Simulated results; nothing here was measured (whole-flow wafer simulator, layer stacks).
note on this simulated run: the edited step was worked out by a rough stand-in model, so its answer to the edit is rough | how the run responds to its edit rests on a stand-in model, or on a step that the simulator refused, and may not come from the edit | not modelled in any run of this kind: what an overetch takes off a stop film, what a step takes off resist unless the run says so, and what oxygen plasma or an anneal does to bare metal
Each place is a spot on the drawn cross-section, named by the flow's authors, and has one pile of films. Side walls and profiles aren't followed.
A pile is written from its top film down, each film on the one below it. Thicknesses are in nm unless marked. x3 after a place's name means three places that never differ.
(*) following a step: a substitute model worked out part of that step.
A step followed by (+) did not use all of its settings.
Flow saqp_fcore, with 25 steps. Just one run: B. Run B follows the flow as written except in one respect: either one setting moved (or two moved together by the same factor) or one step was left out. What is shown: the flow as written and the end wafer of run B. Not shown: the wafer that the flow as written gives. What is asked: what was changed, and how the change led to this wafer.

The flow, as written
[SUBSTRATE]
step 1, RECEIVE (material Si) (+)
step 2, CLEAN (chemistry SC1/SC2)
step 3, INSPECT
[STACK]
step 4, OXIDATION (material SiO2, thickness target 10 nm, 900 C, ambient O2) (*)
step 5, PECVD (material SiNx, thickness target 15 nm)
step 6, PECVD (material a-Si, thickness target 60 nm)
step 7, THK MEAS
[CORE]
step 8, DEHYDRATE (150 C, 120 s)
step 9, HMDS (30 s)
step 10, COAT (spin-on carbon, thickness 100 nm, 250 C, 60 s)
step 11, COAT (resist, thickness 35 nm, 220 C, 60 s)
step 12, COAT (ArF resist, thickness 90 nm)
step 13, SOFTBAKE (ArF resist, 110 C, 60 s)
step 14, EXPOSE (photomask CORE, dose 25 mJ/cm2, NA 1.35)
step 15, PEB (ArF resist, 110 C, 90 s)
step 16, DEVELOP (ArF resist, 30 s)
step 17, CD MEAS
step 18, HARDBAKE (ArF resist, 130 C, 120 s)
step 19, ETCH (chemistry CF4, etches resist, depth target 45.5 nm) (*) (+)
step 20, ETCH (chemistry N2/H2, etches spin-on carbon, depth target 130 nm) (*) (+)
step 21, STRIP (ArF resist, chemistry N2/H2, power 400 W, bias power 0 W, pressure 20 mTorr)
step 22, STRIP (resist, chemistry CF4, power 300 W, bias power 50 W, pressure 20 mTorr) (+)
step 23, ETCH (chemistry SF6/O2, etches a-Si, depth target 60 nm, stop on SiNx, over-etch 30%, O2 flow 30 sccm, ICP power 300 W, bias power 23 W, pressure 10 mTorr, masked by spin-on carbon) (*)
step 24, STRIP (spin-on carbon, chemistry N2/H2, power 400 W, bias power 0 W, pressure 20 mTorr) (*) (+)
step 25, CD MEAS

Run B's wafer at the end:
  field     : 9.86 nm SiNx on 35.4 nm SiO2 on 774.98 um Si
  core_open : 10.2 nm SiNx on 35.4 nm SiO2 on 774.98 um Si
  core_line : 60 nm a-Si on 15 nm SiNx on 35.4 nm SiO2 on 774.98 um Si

Cause: step 4, OXIDATION: 1035 C was run, though the flow has 900 C.

How this came from the change, step by step:
  step 4, OXIDATION (material SiO2, thickness target 10 nm, 900 C, ambient O2) (*)
      field, core_open, core_line: +35.4 SiO2 (new film), -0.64 chemical SiO2 (all of it), -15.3 Si (it would be, as written: +10 SiO2 (new film), -0.64 chemical SiO2 (all of it), -4.12 Si)
